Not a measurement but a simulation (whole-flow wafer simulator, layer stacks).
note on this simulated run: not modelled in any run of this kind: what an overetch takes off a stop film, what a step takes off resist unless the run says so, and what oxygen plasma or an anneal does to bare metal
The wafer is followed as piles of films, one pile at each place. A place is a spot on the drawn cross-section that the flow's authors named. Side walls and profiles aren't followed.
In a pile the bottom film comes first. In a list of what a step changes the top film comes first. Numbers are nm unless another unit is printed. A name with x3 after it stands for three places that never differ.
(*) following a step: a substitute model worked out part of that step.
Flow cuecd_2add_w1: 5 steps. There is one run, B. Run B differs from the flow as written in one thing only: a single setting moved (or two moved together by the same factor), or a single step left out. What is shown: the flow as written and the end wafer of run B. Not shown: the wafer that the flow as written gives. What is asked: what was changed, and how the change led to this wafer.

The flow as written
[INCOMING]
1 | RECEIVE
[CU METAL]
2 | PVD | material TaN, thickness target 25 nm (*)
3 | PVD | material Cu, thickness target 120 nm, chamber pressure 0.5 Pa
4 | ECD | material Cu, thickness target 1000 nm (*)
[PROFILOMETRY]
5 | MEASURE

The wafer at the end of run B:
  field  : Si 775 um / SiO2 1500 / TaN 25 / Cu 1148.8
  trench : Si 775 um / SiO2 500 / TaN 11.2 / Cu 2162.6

What caused this: step 3, PVD: thickness target 148.8 nm was run, while the flow as written has thickness target 120 nm.

Step by step, how the change led to this:
  3 | PVD | material Cu, thickness target 120 nm, chamber pressure 0.5 Pa
      field: Cu gains 148.8 (new film) (it would be, as written: Cu gains 120 (new film))
      trench: Cu gains 65.9 (new film) (it would be, as written: Cu gains 53.6 (new film))
